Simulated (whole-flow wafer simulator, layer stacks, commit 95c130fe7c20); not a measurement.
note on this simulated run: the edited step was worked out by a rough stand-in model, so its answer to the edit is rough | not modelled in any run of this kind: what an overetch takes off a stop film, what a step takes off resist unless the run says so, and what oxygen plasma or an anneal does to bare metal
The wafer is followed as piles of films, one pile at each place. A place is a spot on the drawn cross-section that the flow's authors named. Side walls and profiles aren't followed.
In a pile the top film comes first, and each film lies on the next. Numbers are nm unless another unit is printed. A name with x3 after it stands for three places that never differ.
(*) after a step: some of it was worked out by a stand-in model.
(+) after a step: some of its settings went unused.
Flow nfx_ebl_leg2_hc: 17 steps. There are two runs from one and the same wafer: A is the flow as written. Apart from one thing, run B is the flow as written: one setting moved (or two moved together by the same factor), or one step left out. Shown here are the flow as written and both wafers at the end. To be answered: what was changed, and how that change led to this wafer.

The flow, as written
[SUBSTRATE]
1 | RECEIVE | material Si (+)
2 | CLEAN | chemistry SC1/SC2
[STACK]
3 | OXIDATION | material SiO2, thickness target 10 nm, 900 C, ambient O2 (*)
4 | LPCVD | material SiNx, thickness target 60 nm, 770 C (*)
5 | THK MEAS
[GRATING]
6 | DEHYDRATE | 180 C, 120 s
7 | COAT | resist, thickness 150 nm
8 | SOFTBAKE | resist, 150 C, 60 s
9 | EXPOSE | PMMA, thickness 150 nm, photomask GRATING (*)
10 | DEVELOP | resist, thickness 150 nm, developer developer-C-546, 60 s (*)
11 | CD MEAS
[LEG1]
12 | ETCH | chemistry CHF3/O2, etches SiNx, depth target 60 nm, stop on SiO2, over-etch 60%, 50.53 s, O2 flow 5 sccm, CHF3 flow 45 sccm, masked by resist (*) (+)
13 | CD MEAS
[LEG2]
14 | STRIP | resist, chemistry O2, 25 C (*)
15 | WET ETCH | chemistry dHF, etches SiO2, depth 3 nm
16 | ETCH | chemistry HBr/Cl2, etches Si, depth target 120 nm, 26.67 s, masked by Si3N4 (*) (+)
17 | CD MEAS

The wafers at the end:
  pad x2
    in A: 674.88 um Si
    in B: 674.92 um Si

Cause: step 16, ETCH: depth target 75 nm was run, while the flow as written has depth target 120 nm.

Step by step, how the change led to this:
  16 | ETCH | chemistry HBr/Cl2, etches Si, depth target 120 nm, 26.67 s, masked by Si3N4 (*) (+)
      pad x2: A Si loses 120 | B Si loses 75
